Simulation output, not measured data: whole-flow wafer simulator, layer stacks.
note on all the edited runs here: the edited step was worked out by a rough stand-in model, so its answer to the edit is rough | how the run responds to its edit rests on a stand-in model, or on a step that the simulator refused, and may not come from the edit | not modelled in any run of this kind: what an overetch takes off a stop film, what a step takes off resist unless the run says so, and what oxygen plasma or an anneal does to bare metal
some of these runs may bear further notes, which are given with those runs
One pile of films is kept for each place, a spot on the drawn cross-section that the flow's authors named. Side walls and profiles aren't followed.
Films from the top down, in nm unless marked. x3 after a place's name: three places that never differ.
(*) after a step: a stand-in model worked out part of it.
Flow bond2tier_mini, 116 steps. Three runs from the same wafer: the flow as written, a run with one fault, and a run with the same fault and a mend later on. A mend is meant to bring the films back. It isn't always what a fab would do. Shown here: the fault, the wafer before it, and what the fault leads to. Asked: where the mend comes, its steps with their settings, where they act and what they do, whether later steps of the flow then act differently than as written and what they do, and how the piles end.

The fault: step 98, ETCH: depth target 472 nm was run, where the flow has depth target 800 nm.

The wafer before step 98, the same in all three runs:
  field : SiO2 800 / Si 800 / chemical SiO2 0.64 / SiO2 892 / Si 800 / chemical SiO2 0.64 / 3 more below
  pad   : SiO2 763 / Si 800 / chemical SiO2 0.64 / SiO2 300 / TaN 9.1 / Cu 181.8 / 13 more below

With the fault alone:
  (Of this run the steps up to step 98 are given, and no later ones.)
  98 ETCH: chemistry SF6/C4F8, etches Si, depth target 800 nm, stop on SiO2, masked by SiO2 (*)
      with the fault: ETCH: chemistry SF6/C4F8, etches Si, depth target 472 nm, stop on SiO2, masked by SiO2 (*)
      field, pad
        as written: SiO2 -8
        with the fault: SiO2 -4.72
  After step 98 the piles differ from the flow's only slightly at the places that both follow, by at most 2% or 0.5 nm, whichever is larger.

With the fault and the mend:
  The mend comes after step 98.
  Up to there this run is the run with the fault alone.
  98a ETCH: chemistry SF6/C4F8, etches Si, depth target 328 nm, stop on SiO2, masked by SiO2 (*) (the flow's step 98 once more, with other settings)
      field, pad
        SiO2 -3.28
  No later step of the flow acts differently than as written at any place that is followed.
  At the end the piles are the same as the flow's at every place that both follow.
